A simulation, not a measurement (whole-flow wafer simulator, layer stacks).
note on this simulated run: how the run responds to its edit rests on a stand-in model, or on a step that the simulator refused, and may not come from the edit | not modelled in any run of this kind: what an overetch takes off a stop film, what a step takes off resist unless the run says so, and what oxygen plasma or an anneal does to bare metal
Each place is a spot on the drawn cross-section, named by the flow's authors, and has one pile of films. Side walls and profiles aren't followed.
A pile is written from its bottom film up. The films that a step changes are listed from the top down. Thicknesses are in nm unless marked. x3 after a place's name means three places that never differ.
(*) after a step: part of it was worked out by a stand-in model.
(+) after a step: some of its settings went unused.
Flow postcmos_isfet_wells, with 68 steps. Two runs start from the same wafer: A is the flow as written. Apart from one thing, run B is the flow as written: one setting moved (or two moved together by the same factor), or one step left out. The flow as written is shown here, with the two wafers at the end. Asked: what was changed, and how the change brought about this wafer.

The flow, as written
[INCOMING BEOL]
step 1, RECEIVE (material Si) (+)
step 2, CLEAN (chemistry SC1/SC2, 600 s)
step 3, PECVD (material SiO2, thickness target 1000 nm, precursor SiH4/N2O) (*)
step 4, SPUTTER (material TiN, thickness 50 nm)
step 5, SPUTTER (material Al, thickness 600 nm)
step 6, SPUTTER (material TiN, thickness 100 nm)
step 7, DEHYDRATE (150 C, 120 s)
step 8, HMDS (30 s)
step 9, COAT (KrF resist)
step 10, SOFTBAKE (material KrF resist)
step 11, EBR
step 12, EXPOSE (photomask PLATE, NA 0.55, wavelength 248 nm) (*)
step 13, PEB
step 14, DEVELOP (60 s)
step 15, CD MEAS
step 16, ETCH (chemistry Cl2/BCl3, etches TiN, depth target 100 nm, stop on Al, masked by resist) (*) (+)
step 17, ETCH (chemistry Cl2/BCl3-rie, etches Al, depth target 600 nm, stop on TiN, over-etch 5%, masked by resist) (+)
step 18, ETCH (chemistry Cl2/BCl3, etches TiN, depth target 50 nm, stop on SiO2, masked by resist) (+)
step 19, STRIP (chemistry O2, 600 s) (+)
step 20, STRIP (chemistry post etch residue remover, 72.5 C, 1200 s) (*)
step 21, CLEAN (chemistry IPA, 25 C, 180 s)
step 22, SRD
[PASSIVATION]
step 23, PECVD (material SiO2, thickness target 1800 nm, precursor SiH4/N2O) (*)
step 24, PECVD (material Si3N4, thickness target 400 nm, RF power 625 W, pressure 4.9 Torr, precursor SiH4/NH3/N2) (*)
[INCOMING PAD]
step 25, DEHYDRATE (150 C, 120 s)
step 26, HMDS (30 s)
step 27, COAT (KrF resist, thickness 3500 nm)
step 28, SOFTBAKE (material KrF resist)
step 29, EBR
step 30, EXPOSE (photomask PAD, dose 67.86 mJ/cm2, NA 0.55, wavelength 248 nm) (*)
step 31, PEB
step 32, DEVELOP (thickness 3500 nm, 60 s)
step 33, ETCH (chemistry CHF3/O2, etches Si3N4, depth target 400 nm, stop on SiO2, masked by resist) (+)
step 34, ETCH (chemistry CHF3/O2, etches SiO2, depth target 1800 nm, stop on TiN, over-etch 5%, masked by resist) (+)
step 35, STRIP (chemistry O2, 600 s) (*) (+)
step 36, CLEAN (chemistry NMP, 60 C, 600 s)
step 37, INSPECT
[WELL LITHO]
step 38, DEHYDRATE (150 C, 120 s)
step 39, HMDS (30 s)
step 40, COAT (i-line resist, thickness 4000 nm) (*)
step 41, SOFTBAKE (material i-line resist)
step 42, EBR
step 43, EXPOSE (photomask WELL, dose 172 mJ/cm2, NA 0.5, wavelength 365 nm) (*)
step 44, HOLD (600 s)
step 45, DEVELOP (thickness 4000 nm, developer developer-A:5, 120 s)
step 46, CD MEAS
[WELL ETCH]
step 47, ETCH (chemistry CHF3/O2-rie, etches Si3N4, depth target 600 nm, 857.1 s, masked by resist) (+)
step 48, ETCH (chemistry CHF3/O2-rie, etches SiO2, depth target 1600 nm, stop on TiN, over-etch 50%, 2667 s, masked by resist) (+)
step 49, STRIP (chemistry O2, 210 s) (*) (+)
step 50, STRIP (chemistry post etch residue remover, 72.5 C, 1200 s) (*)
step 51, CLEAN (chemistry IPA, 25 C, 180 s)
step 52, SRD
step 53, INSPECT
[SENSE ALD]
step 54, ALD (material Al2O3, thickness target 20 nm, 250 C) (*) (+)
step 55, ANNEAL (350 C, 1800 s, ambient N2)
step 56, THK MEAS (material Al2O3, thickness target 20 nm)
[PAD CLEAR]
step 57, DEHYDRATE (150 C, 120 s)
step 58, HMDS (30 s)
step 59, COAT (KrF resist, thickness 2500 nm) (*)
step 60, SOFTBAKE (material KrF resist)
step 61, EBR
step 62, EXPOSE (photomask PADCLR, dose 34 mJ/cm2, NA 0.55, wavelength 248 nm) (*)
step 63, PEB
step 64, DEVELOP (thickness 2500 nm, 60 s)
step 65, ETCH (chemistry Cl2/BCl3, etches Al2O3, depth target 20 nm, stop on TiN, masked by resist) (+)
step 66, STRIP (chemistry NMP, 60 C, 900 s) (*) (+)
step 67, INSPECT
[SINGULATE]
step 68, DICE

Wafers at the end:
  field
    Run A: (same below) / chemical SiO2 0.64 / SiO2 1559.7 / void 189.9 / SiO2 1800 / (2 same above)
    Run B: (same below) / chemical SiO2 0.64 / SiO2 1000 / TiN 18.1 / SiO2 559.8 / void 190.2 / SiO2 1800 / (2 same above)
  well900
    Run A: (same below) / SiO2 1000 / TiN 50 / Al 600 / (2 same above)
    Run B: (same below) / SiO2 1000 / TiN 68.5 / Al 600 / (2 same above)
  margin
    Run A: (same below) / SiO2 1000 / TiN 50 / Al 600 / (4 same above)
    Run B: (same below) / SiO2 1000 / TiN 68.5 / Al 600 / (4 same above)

What caused this: step 4, SPUTTER: thickness 68.5 nm was run, while the flow as written has thickness 50 nm.
The wafer lets one read it off: well900 has TiN 68.5, and step 4 as written asks for 50 nm.

How this came from the change, step by step:
  step 4, SPUTTER (material TiN, thickness 50 nm)
      field, margin, well900, well1300 x3, pad_rim, pad_clr, pad_open: A +50 TiN (new film) | B +68.5 TiN (new film)
  step 18, ETCH (chemistry Cl2/BCl3, etches TiN, depth target 50 nm, stop on SiO2, masked by resist) (+)
      field: A -50 TiN (all of it) | B -50 TiN
  step 23, PECVD (material SiO2, thickness target 1800 nm, precursor SiH4/N2O) (*)
      field: A +1800 SiO2 (new film), +189.9 void (new film), +559.7 SiO2 | B +1800 SiO2 (new film), +190.2 void (new film), +559.8 SiO2 (new film)
Taking metal films that touch as one body, field has 1 body; the flow as written gives 0 bodies.
